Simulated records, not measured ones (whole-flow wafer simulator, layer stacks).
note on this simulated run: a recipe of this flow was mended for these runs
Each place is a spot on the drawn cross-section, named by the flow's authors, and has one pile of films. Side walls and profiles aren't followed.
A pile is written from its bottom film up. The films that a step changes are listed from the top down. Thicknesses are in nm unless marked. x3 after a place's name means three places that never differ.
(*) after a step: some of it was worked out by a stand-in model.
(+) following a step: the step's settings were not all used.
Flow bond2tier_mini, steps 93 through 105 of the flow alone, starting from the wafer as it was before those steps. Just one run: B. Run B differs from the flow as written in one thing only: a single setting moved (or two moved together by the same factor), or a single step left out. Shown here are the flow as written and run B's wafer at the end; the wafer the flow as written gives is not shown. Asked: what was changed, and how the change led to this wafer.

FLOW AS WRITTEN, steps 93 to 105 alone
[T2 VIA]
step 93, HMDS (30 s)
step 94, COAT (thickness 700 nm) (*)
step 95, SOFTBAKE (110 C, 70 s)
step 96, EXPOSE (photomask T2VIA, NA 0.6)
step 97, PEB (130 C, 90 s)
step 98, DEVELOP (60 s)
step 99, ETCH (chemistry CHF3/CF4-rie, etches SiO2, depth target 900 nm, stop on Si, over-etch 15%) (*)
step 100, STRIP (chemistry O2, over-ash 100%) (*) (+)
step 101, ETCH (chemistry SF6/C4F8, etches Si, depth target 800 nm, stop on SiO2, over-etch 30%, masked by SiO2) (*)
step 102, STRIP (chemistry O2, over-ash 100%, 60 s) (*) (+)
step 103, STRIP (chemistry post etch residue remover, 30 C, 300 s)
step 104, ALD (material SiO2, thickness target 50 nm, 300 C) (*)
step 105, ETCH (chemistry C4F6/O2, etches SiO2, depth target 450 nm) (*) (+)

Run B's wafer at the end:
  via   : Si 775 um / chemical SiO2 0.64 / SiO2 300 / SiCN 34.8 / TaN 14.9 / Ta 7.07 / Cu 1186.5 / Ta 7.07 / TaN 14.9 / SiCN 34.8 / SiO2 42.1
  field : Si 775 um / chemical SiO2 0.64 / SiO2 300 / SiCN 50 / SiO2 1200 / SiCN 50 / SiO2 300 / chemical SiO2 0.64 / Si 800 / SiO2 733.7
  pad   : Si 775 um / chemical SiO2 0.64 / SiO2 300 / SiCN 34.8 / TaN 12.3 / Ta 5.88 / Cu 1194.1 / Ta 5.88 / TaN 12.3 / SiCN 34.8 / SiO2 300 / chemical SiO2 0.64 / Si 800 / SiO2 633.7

What caused this: step 104, ALD: thickness target 32 nm was run, whereas the flow has thickness target 50 nm; step 105, ETCH: depth target 288 nm was run, where the flow has depth target 450 nm.

How this came from the change, step by step:
  step 104, ALD (material SiO2, thickness target 50 nm, 300 C) (*)
      field, pad, via: SiO2 gains 32 (it would be, as written: SiO2 gains 50)
  step 105, ETCH (chemistry C4F6/O2, etches SiO2, depth target 450 nm) (*) (+)
      via: SiO2 loses 288 (it would be, as written: SiO2 loses 348.1 (all of it), SiCN loses 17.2)
      field, pad: SiO2 loses 288 (it would be, as written: SiO2 loses 450)
